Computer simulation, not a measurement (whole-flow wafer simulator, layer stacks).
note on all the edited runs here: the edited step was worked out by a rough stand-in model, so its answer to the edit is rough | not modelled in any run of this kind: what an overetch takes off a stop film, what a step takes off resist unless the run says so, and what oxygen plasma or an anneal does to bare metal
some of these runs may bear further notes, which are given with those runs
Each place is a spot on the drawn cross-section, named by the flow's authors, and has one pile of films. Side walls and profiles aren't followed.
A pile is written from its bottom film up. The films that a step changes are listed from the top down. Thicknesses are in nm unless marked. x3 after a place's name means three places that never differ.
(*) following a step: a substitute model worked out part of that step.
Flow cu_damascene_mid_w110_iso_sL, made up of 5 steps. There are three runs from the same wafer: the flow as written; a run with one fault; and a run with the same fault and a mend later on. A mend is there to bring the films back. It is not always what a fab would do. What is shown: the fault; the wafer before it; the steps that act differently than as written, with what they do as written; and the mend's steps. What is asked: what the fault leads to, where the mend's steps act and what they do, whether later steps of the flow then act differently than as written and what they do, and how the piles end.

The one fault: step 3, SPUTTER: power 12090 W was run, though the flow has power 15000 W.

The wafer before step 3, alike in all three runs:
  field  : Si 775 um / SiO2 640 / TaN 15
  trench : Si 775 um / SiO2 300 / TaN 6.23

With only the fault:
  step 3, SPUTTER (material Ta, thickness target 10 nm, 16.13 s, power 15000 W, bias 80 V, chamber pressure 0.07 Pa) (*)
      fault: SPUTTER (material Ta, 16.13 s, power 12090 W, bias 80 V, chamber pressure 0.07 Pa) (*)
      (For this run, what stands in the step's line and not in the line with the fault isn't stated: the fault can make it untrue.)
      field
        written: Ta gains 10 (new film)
        fault: Ta gains 8.06 (new film)
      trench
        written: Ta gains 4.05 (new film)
        fault: Ta gains 3.13 (new film)
  None of the later steps of the flow differs from how it acts as written, at any place that is followed, by more than 2% or 0.5 nm, whichever is larger.
  By the end, the piles at field, trench depart from the flow's by more than 2% or 0.5 nm, whichever is larger.
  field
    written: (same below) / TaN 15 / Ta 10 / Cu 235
    fault: (same below) / TaN 15 / Ta 8.06 / Cu 235
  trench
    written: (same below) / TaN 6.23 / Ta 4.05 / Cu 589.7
    fault: (same below) / TaN 6.23 / Ta 3.13 / Cu 588.7

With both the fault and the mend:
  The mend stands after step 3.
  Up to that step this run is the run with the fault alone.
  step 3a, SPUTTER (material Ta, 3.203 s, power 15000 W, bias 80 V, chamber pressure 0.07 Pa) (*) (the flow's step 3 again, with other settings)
      field
        Ta gains 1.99
      trench
        Ta gains 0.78
  None of the later steps of the flow differs from how it acts as written, at any place that is followed, by more than 2% or 0.5 nm, whichever is larger.
  At the end the piles are close to the flow's at the places that both follow, differing by at most 2% or 0.5 nm, whichever is larger.
